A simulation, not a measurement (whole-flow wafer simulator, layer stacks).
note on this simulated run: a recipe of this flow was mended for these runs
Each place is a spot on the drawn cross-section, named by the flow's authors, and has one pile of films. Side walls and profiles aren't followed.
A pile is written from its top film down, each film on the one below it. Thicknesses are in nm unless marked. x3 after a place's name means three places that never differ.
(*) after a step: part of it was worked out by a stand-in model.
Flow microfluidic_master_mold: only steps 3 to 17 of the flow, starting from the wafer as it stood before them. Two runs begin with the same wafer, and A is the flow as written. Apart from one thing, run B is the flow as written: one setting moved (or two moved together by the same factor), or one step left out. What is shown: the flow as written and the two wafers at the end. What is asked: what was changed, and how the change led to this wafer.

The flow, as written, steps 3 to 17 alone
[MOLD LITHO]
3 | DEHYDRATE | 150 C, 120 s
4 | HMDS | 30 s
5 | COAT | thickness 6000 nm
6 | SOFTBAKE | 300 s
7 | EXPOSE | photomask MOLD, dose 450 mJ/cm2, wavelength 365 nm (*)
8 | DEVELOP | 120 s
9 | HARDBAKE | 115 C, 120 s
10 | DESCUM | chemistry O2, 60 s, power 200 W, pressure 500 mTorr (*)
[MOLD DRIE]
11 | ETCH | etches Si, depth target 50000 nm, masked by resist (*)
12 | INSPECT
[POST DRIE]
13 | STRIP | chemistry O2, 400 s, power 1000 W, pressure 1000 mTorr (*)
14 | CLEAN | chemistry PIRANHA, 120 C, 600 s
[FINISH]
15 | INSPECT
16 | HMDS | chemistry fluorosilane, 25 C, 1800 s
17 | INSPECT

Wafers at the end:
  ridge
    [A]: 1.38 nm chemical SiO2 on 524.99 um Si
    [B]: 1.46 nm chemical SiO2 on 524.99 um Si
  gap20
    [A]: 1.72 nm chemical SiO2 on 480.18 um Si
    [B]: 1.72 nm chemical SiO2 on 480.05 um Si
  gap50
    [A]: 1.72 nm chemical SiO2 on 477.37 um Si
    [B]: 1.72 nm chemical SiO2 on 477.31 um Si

Cause: step 5, COAT: thickness 5100 nm was run, though the flow has thickness 6000 nm.

How this came from the change, step by step:
  5 | COAT | thickness 6000 nm
      ridge, gap20, gap50, gap200 x2: A thick-i-line-resist gains 6000 (new film) | B thick-i-line-resist gains 5100 (new film)
  8 | DEVELOP | 120 s
      gap20, gap50, gap200 x2: A thick-i-line-resist loses 6000 (all of it) | B thick-i-line-resist loses 5100 (all of it)
  9 | HARDBAKE | 115 C, 120 s
      ridge: A thick-i-line-resist loses 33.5 | B thick-i-line-resist loses 26.5
  11 | ETCH | etches Si, depth target 50000 nm, masked by resist (*)
      gap20: A chemical SiO2 loses 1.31 (all of it), Si loses 44.81 um | B chemical SiO2 loses 1.31 (all of it), Si loses 44.95 um
      gap50: A chemical SiO2 loses 1.31 (all of it), Si loses 47.62 um | B chemical SiO2 loses 1.31 (all of it), Si loses 47.69 um
  13 | STRIP | chemistry O2, 400 s, power 1000 W, pressure 1000 mTorr (*)
      ridge: A thick-i-line-resist loses 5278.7 (all of it), chemical SiO2 gains 0.78, Si loses 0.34 | B thick-i-line-resist loses 4385.7 (all of it), chemical SiO2 gains 0.86, Si loses 0.38
